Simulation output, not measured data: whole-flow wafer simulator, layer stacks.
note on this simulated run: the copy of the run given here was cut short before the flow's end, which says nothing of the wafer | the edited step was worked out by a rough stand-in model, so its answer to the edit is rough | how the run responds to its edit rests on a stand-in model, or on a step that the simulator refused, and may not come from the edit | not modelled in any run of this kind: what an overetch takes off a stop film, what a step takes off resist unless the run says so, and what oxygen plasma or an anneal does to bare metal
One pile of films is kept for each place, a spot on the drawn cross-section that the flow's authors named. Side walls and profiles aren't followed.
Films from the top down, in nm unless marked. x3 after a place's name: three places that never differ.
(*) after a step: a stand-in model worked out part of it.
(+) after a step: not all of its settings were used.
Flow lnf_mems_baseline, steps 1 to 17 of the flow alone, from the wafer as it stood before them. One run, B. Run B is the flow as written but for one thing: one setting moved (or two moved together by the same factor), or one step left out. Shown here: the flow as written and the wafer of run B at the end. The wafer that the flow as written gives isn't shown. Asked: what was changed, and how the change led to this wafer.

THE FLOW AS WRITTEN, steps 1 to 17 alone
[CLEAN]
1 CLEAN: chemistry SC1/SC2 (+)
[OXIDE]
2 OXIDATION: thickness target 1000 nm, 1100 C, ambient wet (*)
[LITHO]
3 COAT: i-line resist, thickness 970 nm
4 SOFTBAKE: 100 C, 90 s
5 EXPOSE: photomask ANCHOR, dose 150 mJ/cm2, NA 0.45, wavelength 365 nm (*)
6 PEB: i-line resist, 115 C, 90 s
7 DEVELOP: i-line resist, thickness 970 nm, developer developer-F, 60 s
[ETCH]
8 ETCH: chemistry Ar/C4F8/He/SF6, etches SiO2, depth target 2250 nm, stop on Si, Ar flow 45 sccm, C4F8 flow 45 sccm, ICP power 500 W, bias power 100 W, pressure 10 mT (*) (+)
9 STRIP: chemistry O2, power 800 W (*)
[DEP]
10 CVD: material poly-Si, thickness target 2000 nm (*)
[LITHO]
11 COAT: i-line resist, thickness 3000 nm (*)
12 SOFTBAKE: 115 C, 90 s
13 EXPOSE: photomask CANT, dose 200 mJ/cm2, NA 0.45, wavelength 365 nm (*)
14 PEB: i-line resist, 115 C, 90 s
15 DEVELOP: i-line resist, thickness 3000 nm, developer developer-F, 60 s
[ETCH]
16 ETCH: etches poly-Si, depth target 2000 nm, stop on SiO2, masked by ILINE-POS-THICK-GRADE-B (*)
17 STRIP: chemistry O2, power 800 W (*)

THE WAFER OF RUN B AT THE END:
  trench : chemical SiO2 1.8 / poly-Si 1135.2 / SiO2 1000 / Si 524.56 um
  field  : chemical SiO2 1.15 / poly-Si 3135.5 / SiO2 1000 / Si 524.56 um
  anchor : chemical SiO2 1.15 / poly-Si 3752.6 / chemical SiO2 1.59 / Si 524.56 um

The cause: step 10, CVD: thickness target 3136 nm was run, where the flow has thickness target 2000 nm.

How the change led to this, step by step:
  10 CVD: material poly-Si, thickness target 2000 nm (*)
      field, beam, trench, char_slit: poly-Si +3136 (new film) (as written it would be: poly-Si +2000 (new film))
      anchor: poly-Si +3753.1 (new film) (as written it would be: poly-Si +2322 (new film))
  11 COAT: i-line resist, thickness 3000 nm (*)
      anchor: i-line resist +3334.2 (new film) (as written it would be: i-line resist +3611.6 (new film))
  12 SOFTBAKE: 115 C, 90 s
      field: i-line resist -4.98 (as written it would be: i-line resist -6.66)
      anchor: i-line resist +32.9 (as written it would be: i-line resist +45.4)
      (and at 2 more places)
  14 PEB: i-line resist, 115 C, 90 s
      anchor: i-line resist -41 (as written it would be: i-line resist -46.1)
  16 ETCH: etches poly-Si, depth target 2000 nm, stop on SiO2, masked by ILINE-POS-THICK-GRADE-B (*)
      trench, char_slit: poly-Si -2000 (as written it would be: poly-Si -2000 (all of it))
  17 STRIP: chemistry O2, power 800 W (*)
      trench, char_slit: chemical SiO2 +1.8 (new film), poly-Si -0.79 (as written it would be: nothing)
      anchor: chemical SiO2 +1.15 (new film), i-line resist -3301 (all of it), poly-Si -0.51 (as written it would be: chemical SiO2 +1.17 (new film), i-line resist -3585.8 (all of it), poly-Si -0.52)
